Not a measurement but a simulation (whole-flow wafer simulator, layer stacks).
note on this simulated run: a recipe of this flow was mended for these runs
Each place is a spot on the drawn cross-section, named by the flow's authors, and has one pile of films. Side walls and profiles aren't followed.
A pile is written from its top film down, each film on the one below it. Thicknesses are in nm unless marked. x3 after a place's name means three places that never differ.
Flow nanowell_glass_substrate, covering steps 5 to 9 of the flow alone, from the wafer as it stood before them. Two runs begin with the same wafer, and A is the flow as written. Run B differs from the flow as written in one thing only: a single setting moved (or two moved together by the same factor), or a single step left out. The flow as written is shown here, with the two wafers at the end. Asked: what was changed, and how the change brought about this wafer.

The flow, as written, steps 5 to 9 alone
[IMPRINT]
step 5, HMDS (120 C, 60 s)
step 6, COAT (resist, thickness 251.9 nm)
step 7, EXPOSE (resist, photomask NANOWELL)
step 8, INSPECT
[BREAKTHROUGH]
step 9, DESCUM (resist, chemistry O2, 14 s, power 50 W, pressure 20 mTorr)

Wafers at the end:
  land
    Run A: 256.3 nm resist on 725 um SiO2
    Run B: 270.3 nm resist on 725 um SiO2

What caused this: step 9, DESCUM: 8.4 s was run, while the flow as written has 14 s.

How this came from the change, step by step:
  step 9, DESCUM (resist, chemistry O2, 14 s, power 50 W, pressure 20 mTorr)
      land: A -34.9 resist | B -20.9 resist
